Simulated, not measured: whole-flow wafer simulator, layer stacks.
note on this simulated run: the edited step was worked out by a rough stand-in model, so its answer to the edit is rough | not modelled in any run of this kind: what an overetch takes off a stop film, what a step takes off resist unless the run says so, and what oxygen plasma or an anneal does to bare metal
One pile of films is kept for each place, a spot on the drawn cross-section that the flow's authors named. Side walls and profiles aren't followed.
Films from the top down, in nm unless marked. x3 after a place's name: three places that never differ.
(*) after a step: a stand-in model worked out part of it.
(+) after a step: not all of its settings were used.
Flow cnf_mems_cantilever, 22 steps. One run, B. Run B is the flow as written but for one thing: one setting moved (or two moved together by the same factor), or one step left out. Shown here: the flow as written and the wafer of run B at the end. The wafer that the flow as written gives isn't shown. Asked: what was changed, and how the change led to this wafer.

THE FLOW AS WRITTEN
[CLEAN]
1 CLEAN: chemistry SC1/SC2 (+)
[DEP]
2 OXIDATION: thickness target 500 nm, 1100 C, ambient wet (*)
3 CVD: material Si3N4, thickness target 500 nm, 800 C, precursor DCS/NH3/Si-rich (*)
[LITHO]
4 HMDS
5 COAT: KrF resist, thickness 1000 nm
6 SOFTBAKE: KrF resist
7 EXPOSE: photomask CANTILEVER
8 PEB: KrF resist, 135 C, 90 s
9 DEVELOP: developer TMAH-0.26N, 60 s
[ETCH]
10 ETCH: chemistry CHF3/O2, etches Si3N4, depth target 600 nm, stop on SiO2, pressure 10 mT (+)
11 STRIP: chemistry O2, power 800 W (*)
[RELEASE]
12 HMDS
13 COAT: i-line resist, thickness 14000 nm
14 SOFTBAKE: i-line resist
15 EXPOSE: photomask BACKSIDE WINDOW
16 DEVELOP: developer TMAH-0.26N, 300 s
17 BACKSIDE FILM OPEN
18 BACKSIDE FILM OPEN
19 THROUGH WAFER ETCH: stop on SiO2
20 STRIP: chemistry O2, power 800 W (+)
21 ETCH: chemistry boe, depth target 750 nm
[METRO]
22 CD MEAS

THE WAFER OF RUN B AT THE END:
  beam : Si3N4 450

The cause: step 3, CVD: thickness target 450 nm was run, where the flow has thickness target 500 nm.
It can be read off the wafer: beam has Si3N4 450, and step 3 as written asks for 500 nm.

How the change led to this, step by step:
  3 CVD: material Si3N4, thickness target 500 nm, 800 C, precursor DCS/NH3/Si-rich (*)
      field, beam: Si3N4 +450 (new film) (as written it would be: Si3N4 +500 (new film))
  10 ETCH: chemistry CHF3/O2, etches Si3N4, depth target 600 nm, stop on SiO2, pressure 10 mT (+)
      field: Si3N4 -450 (all of it) (as written it would be: Si3N4 -500 (all of it))
